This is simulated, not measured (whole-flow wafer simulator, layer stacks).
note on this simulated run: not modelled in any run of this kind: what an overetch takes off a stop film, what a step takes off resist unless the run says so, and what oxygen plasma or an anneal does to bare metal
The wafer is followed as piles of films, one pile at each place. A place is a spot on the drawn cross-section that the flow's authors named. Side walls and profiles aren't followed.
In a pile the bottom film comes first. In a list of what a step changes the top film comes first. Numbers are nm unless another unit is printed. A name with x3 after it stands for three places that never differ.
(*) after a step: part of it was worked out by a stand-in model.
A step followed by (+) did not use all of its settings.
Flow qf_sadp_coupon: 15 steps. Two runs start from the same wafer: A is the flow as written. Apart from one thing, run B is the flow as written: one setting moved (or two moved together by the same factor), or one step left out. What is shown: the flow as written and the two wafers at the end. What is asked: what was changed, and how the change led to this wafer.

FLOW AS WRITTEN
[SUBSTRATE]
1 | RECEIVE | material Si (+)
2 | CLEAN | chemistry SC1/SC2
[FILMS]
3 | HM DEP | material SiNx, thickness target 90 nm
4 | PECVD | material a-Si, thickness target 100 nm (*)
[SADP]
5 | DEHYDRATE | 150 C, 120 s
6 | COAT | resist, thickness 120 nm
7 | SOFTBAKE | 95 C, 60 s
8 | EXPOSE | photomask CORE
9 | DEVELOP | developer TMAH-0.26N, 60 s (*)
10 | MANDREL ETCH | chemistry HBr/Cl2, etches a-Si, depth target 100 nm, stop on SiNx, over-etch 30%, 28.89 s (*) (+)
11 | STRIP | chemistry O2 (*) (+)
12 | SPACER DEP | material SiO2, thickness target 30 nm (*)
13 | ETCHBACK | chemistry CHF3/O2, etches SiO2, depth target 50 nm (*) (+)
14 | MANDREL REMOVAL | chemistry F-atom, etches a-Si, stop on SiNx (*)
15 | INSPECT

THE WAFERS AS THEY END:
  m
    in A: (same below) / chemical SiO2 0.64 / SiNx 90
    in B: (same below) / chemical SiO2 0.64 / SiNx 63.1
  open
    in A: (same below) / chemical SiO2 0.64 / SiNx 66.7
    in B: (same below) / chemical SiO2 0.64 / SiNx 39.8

The reason: step 3, HM DEP: thickness target 63.1 nm was run, while the flow as written has thickness target 90 nm.
The wafer itself shows it: m has SiNx 63.1, and step 3 as written asks for 90 nm.

How this came from the change, step by step:
  3 | HM DEP | material SiNx, thickness target 90 nm
      m, open: A SiNx gains 90 (new film) | B SiNx gains 63.1 (new film)
